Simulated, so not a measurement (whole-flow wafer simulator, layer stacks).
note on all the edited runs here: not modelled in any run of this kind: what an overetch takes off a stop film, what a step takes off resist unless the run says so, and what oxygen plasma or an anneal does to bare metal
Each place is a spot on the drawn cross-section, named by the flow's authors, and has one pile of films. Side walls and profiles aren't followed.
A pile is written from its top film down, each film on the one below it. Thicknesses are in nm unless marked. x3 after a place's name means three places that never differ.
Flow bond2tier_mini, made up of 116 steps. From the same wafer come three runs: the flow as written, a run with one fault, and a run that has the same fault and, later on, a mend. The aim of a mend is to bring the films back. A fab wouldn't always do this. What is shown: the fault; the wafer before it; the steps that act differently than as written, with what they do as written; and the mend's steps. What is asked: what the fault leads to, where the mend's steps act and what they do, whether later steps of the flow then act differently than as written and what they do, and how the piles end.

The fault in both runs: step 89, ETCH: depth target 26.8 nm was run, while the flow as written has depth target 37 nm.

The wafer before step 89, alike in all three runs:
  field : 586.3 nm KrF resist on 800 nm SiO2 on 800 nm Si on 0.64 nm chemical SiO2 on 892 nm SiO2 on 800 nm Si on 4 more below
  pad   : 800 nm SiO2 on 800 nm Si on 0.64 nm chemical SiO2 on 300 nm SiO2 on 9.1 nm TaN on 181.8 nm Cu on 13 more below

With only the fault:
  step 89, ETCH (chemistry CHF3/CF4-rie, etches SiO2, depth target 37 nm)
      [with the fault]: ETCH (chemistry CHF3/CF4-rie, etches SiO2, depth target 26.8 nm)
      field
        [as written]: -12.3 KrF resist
        [with the fault]: -8.93 KrF resist
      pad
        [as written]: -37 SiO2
        [with the fault]: -26.8 SiO2
  Later steps of the flow that are run all act as written at every place that is followed, up to a difference of at most 2% or 0.5 nm, whichever is larger.
  The piles end different from the flow's at pad by more than 2% or 0.5 nm, whichever is larger.
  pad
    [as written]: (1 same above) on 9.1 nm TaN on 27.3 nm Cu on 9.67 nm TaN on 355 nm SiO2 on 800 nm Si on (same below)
    [with the fault]: (1 same above) on 9.1 nm TaN on 17 nm Cu on 9.76 nm TaN on 365.2 nm SiO2 on 800 nm Si on (same below)

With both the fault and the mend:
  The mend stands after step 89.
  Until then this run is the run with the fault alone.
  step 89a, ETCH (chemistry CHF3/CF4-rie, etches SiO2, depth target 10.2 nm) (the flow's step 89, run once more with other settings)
      field
        -3.4 KrF resist
      pad
        -10.2 SiO2
  Later steps of the flow that are run all act as written at every place that is followed.
  At every place that both follow, the piles at the end match the flow's.
